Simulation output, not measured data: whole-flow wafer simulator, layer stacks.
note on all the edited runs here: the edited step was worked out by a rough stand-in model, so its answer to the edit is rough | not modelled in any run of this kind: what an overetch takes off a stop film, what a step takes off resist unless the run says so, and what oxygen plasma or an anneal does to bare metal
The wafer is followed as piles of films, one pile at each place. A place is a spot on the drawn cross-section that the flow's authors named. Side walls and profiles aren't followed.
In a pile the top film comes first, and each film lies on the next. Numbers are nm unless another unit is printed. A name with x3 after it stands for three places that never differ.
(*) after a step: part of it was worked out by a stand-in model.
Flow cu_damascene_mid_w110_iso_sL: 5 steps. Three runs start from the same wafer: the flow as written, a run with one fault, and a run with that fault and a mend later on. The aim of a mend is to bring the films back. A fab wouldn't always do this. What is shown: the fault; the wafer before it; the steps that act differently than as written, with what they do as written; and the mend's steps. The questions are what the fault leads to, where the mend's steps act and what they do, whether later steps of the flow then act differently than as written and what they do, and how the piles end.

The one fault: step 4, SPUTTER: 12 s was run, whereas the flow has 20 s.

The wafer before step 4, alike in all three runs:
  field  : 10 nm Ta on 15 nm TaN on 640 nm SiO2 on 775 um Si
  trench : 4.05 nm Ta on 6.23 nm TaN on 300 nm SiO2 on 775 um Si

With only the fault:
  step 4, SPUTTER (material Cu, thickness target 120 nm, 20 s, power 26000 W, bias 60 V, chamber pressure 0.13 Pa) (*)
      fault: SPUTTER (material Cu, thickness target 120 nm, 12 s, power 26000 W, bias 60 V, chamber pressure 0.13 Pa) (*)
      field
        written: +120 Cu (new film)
        fault: +72 Cu (new film)
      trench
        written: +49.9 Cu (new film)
        fault: +30 Cu (new film)
  Later steps of the flow acting differently than as written:
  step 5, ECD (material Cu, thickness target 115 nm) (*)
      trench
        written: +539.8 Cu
        fault: +511.8 Cu
  The piles end different from the flow's at field, trench by more than 2% or 0.5 nm, whichever is larger.
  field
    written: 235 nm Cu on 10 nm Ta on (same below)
    fault: 187 nm Cu on 10 nm Ta on (same below)
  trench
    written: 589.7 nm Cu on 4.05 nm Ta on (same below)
    fault: 541.7 nm Cu on 4.05 nm Ta on (same below)

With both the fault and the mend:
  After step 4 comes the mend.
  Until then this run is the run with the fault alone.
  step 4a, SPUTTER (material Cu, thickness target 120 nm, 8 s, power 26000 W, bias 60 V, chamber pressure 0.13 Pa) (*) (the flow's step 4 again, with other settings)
      field
        +48 Cu
      trench
        +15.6 Cu
  None of the later steps of the flow differs from how it acts as written, at any place that is followed, by more than 2% or 0.5 nm, whichever is larger.
  By the end, the piles equal the flow's at every place that both follow.
